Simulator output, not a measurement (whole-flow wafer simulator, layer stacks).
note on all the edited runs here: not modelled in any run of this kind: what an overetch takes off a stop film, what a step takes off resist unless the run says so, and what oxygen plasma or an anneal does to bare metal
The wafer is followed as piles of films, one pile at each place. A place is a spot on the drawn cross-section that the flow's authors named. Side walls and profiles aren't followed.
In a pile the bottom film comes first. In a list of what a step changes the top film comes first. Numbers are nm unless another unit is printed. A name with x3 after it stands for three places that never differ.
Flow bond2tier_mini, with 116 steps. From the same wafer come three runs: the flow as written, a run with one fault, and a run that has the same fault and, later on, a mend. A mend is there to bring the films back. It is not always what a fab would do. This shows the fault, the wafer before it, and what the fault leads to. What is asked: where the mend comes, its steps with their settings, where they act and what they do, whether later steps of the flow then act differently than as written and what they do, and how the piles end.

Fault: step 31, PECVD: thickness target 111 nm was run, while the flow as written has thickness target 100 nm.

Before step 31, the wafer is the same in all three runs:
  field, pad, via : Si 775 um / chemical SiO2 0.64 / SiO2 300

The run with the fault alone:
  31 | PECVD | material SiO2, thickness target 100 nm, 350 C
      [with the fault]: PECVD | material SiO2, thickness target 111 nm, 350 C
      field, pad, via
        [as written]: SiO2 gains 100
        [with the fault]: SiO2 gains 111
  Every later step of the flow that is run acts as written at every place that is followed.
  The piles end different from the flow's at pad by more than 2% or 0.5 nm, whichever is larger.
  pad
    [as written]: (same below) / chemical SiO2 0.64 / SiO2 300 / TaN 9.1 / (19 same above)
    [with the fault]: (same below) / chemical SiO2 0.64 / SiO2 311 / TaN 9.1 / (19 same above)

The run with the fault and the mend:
  The mend follows step 31.
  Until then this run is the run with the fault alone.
  31a | ETCH | chemistry CHF3/CF4-rie, etches SiO2, depth target 11 nm (a further turn of the flow's step 9, with different settings)
      field, pad, via
        SiO2 loses 11
  Every later step of the flow that is run acts as written at every place that is followed.
  By the end, the piles equal the flow's at every place that both follow.
